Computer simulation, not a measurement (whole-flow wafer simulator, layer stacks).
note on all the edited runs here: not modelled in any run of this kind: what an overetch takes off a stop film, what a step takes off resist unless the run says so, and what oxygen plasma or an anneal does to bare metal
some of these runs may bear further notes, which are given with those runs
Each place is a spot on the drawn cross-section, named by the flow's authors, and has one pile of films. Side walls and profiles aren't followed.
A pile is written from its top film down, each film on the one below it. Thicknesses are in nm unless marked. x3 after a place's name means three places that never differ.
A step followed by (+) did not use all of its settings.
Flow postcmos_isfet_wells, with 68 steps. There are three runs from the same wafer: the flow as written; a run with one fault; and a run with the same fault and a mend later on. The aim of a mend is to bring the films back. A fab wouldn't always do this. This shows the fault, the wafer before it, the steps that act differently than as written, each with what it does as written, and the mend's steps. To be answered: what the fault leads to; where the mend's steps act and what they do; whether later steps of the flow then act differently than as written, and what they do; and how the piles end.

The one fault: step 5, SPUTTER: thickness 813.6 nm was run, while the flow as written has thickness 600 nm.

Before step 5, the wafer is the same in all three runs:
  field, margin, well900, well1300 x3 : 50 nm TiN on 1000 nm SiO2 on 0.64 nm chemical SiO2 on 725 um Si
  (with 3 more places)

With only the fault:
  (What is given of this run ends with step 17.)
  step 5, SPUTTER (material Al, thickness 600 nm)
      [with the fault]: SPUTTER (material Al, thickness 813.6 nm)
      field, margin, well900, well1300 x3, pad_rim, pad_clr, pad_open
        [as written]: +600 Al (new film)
        [with the fault]: +813.6 Al (new film)
  Steps further on in the flow that do not act as written:
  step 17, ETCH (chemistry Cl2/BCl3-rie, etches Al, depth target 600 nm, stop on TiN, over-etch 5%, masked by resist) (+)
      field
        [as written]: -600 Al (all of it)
        [with the fault]: -600 Al
  The piles after step 17 differ from the flow's at field, margin, well900, well1300 x3, pad_rim, pad_clr, pad_open by more than 2% or 0.5 nm, whichever is larger.
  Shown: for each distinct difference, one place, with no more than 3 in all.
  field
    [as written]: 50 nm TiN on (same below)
    [with the fault]: 213.6 nm Al on 50 nm TiN on (same below)
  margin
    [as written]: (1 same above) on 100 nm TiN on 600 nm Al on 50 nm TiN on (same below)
    [with the fault]: (1 same above) on 100 nm TiN on 813.6 nm Al on 50 nm TiN on (same below)

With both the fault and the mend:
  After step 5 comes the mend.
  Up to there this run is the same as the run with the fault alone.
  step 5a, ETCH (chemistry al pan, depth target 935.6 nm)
      field, margin, well900, well1300 x3, pad_rim, pad_clr, pad_open
        -813.6 Al (all of it)
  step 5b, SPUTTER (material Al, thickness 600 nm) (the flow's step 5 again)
      field, margin, well900, well1300 x3, pad_rim, pad_clr, pad_open
        +600 Al (new film)
  Every later step of the flow that is run acts as written at every place that is followed.
  The piles end the same as the flow's at every place that both follow.
